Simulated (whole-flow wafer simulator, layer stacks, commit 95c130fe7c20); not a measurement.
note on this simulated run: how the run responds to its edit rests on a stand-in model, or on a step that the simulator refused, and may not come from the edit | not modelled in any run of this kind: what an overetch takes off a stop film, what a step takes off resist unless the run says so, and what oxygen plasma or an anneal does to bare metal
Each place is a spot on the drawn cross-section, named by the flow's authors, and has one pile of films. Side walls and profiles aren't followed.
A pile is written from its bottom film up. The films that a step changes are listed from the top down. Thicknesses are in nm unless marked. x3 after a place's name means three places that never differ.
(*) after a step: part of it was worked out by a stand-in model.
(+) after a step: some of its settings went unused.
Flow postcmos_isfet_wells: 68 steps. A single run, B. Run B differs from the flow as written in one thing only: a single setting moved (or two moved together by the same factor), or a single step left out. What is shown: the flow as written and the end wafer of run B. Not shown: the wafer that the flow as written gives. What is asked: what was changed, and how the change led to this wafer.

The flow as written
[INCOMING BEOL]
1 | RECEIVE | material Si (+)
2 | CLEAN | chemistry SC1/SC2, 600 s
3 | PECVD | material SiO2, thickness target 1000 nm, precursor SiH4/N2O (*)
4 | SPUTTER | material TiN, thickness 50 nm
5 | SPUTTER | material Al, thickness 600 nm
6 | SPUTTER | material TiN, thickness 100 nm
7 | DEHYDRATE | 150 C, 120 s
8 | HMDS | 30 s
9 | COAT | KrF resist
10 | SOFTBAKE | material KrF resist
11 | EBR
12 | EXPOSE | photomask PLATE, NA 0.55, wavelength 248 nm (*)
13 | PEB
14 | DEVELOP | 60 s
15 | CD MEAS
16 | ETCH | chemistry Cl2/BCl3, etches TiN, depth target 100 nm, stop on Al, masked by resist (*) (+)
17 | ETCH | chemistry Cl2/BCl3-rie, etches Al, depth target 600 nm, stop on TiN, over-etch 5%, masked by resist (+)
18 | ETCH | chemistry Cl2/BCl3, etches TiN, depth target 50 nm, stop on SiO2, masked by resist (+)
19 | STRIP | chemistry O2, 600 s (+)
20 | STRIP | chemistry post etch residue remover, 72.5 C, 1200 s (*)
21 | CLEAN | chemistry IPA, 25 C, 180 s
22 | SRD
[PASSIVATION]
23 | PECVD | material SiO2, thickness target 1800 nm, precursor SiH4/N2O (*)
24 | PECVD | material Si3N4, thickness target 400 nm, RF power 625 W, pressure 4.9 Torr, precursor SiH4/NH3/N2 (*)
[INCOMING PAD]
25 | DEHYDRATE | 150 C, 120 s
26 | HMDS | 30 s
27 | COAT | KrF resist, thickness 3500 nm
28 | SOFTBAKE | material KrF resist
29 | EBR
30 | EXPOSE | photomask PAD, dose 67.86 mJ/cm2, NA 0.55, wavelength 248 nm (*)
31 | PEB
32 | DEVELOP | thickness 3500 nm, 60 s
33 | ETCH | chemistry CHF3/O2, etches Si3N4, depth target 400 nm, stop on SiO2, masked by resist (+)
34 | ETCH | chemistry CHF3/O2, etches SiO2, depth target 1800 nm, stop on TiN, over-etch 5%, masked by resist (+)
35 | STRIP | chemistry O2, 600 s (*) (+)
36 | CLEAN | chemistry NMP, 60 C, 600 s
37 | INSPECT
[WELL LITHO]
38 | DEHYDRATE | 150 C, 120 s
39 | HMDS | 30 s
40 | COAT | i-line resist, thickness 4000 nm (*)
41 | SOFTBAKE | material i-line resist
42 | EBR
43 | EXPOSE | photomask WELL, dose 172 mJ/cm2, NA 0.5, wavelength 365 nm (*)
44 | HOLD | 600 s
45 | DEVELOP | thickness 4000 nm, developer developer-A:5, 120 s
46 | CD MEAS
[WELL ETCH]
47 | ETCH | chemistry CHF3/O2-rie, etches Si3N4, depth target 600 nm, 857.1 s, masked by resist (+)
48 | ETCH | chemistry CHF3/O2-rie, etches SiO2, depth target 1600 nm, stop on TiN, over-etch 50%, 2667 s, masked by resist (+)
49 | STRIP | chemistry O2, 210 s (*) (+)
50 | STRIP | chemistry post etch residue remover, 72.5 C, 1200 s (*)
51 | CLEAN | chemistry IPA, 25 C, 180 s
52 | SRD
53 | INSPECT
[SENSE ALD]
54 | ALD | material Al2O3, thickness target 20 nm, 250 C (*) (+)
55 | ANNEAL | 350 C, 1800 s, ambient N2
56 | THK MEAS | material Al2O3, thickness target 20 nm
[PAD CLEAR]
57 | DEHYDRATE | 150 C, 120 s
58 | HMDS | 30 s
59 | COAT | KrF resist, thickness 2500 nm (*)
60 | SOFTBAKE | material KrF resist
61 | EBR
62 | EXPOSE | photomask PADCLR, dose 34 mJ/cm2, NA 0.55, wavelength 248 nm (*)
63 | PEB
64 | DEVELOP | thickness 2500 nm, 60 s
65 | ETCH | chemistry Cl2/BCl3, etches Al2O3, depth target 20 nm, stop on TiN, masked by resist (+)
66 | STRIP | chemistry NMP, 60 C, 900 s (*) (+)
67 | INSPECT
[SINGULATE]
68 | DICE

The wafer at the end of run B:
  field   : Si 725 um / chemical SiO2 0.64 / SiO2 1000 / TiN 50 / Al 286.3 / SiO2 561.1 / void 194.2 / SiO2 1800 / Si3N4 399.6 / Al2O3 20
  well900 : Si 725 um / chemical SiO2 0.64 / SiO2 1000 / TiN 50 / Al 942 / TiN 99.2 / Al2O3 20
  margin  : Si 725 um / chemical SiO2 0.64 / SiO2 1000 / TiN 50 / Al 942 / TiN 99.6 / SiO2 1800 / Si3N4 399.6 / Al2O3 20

Cause: step 5, SPUTTER: thickness 942 nm was run, though the flow has thickness 600 nm.
The wafer lets one read it off: well900 has Al 942, and step 5 as written asks for 600 nm.

The path from the change to this, step by step:
  5 | SPUTTER | material Al, thickness 600 nm
      field, margin, well900, well1300 x3, pad_rim, pad_clr, pad_open: +942 Al (new film) (in the flow as written it would be: +600 Al (new film))
  17 | ETCH | chemistry Cl2/BCl3-rie, etches Al, depth target 600 nm, stop on TiN, over-etch 5%, masked by resist (+)
      field: -600 Al (in the flow as written it would be: -600 Al (all of it))
  18 | ETCH | chemistry Cl2/BCl3, etches TiN, depth target 50 nm, stop on SiO2, masked by resist (+)
      field: -50 Al (in the flow as written it would be: -50 TiN (all of it))
  20 | STRIP | chemistry post etch residue remover, 72.5 C, 1200 s (*)
      field: -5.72 Al (in the flow as written it would be: nothing)
  23 | PECVD | material SiO2, thickness target 1800 nm, precursor SiH4/N2O (*)
      field: +1800 SiO2 (new film), +194.2 void (new film), +561.1 SiO2 (new film) (in the flow as written it would be: +1800 SiO2 (new film), +189.9 void (new film), +559.7 SiO2)
If metal films that touch count as one body, field has 1 body; the flow as written gives 0 bodies.
